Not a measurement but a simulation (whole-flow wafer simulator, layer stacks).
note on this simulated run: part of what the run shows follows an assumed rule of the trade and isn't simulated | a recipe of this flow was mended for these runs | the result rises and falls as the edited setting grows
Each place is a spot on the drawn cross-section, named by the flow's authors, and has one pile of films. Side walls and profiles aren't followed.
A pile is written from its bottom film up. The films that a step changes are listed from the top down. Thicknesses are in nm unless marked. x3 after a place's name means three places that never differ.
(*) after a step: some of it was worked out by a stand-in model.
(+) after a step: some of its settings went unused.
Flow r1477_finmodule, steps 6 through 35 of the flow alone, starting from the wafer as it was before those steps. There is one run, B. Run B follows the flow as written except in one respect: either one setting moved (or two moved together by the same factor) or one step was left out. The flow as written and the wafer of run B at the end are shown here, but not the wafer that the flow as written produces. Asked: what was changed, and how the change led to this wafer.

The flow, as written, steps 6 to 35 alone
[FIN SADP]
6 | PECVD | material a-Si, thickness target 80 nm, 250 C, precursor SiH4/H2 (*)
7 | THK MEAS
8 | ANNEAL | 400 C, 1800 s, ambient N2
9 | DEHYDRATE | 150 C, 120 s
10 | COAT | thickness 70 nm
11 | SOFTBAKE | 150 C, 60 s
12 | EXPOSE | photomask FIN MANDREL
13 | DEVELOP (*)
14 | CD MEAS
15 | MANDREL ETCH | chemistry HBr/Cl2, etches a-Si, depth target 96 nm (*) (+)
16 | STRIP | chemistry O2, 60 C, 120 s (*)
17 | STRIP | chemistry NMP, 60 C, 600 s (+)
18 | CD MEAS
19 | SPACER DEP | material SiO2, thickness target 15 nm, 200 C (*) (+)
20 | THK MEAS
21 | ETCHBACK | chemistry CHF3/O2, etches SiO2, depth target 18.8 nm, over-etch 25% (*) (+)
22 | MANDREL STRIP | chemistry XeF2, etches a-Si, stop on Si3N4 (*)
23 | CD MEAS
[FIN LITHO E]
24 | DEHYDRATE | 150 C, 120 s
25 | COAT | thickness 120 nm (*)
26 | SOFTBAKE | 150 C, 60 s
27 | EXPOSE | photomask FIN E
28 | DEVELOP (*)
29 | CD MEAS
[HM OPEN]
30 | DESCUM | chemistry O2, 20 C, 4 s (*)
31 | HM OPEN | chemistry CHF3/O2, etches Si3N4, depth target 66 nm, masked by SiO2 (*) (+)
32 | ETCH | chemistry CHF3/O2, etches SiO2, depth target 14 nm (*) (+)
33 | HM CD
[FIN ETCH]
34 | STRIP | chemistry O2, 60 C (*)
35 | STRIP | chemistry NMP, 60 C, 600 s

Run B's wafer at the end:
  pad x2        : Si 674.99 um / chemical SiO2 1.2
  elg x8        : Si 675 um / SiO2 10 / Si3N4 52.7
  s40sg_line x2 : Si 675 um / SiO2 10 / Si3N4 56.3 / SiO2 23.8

What caused this: step 6, PECVD: thickness target 70.4 nm was run, while the flow as written has thickness target 80 nm.

Step by step, how the change led to this:
  6 | PECVD | material a-Si, thickness target 80 nm, 250 C, precursor SiH4/H2 (*)
      pad x2, elg x8, esg x2 and 24 more: a-Si gains 70.4 (new film) (it would be, as written: a-Si gains 80 (new film))
  15 | MANDREL ETCH | chemistry HBr/Cl2, etches a-Si, depth target 96 nm (*) (+)
      pad x2, elg x8, esg x2 and 18 more: a-Si loses 70.4 (all of it), Si3N4 loses 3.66 (it would be, as written: a-Si loses 80 (all of it), Si3N4 loses 2.29)
  22 | MANDREL STRIP | chemistry XeF2, etches a-Si, stop on Si3N4 (*)
      s40cg x2, s45cg x2, s50cg x2: a-Si loses 69.4 (all of it) (it would be, as written: a-Si loses 79 (all of it))
  25 | COAT | thickness 120 nm (*)
      s40cg x2: e-beam-resist gains 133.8 (new film) (it would be, as written: e-beam-resist gains 136.7 (new film))
      s40sg_line x2: e-beam-resist gains 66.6 (new film) (it would be, as written: e-beam-resist gains 60 (new film))
      (also at 8 further places)
  28 | DEVELOP (*)
      s40cg x2: e-beam-resist loses 133.8 (all of it) (it would be, as written: e-beam-resist loses 136.7 (all of it))
      s40sg_line x2: e-beam-resist loses 66.6 (all of it) (it would be, as written: e-beam-resist loses 60 (all of it))
      (also at 8 further places)
  31 | HM OPEN | chemistry CHF3/O2, etches Si3N4, depth target 66 nm, masked by SiO2 (*) (+)
      pad x2, esg x2, e40sg x2, e100sg x2, e200sg x2, s40sg x2, s45sg x2, s50sg x2: Si3N4 loses 52.7 (all of it), SiO2 loses 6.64 (it would be, as written: Si3N4 loses 54.1 (all of it), SiO2 loses 5.95)
  32 | ETCH | chemistry CHF3/O2, etches SiO2, depth target 14 nm (*) (+)
      pad x2, esg x2, e40sg x2, e100sg x2, e200sg x2, s40sg x2, s45sg x2, s50sg x2: SiO2 loses 3.36 (all of it), Si loses 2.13 (it would be, as written: SiO2 loses 4.05 (all of it), Si loses 1.99)
